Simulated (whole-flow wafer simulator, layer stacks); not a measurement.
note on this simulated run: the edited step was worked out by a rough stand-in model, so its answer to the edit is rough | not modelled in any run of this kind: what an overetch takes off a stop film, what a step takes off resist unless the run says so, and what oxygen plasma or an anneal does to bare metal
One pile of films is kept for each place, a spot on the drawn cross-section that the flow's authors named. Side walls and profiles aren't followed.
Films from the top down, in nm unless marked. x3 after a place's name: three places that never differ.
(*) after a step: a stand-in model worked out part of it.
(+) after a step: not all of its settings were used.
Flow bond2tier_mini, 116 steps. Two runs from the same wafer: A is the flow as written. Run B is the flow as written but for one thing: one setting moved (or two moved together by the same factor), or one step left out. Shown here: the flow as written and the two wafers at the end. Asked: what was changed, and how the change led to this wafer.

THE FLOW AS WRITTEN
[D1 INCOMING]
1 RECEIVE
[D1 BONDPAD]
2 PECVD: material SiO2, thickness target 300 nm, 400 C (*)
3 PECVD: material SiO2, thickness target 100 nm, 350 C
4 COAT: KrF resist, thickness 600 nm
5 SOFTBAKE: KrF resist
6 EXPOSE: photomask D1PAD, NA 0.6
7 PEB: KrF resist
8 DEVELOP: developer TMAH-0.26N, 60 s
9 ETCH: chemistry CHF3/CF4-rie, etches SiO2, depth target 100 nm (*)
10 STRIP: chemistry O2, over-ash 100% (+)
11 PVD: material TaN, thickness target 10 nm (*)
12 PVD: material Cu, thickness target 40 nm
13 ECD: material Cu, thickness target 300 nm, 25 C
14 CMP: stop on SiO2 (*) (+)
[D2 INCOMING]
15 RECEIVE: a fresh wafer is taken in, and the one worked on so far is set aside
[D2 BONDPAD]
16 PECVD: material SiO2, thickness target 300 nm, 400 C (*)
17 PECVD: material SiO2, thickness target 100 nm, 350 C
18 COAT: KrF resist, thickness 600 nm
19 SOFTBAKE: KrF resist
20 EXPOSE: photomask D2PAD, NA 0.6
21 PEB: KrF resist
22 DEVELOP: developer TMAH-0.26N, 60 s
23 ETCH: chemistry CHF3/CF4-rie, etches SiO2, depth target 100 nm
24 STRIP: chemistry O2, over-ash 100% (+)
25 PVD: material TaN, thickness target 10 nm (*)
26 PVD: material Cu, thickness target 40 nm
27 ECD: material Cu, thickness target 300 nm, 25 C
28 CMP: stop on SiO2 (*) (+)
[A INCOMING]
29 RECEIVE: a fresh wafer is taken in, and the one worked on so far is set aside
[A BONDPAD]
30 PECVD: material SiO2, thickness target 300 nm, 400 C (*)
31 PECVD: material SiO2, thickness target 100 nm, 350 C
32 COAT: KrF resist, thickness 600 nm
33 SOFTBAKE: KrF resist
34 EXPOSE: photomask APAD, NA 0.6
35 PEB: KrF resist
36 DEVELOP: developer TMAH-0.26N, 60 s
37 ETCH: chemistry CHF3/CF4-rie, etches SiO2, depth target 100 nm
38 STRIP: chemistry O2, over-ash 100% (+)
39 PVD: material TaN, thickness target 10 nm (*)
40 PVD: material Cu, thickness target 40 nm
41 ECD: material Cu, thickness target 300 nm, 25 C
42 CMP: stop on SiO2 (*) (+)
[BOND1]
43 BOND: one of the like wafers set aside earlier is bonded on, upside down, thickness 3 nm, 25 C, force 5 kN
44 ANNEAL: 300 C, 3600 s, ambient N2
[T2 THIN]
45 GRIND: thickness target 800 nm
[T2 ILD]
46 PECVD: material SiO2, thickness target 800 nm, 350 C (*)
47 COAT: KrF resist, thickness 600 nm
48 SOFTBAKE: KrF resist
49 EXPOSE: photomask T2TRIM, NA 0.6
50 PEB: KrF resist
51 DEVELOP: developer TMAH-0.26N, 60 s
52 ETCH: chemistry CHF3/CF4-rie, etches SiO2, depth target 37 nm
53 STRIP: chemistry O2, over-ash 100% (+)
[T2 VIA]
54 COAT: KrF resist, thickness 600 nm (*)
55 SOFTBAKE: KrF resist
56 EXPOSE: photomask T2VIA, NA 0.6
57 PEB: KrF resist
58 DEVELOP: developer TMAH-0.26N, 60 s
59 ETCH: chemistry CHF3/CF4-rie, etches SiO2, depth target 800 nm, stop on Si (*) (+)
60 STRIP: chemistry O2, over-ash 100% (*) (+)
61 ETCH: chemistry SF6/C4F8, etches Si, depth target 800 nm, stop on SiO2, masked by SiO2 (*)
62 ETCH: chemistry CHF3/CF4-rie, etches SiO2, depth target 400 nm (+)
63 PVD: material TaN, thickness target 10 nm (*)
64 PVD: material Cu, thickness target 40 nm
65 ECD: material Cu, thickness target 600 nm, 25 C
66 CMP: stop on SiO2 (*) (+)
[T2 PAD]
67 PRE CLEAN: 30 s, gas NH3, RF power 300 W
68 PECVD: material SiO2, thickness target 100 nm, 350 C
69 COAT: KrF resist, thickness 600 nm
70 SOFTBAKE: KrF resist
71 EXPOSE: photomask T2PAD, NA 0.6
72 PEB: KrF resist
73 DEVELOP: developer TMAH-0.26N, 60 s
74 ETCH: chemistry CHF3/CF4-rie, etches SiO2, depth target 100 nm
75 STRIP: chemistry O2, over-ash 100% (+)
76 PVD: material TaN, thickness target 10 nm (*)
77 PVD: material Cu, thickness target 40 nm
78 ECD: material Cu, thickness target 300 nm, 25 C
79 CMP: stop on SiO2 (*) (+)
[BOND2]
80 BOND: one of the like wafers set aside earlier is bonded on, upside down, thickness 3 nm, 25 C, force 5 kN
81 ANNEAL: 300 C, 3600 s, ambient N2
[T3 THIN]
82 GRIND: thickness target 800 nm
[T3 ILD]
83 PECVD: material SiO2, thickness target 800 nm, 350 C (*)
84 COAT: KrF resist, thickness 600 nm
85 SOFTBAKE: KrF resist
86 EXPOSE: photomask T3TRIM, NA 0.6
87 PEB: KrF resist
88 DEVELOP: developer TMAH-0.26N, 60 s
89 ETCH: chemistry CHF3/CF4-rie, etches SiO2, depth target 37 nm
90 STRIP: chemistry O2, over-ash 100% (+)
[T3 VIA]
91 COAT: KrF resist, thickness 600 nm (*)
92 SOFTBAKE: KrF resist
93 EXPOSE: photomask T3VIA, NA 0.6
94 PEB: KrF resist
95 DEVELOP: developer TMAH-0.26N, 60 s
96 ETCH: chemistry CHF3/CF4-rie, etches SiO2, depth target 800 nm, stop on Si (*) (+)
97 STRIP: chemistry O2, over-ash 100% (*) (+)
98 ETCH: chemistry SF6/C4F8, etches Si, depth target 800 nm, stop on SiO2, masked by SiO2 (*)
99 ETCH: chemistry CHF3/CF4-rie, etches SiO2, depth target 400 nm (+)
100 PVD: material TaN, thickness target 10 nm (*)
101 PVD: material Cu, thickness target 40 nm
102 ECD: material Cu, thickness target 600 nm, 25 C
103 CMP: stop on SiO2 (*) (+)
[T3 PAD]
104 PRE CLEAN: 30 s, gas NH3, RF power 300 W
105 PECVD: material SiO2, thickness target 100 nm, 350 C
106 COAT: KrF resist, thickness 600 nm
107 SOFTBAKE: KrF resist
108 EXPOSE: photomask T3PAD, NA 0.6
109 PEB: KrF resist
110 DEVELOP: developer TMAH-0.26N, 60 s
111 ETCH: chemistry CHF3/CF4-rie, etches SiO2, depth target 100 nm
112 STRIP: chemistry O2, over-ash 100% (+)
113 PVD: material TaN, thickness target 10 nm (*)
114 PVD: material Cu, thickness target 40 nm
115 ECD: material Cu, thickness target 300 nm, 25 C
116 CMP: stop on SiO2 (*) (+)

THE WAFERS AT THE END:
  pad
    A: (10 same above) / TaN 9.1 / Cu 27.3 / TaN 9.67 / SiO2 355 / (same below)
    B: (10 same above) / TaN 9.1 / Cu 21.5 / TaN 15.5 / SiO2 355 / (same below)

The cause: step 63, PVD: thickness target 16 nm was run, where the flow has thickness target 10 nm.

How the change led to this, step by step:
  63 PVD: material TaN, thickness target 10 nm (*)
      field: A TaN +10 (new film) | B TaN +16 (new film)
      pad: A TaN +9.67 (new film) | B TaN +15.5 (new film)
  66 CMP: stop on SiO2 (*) (+)
      field: A Cu -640 (all of it), TaN -10 (all of it) | B Cu -640 (all of it), TaN -16 (all of it)
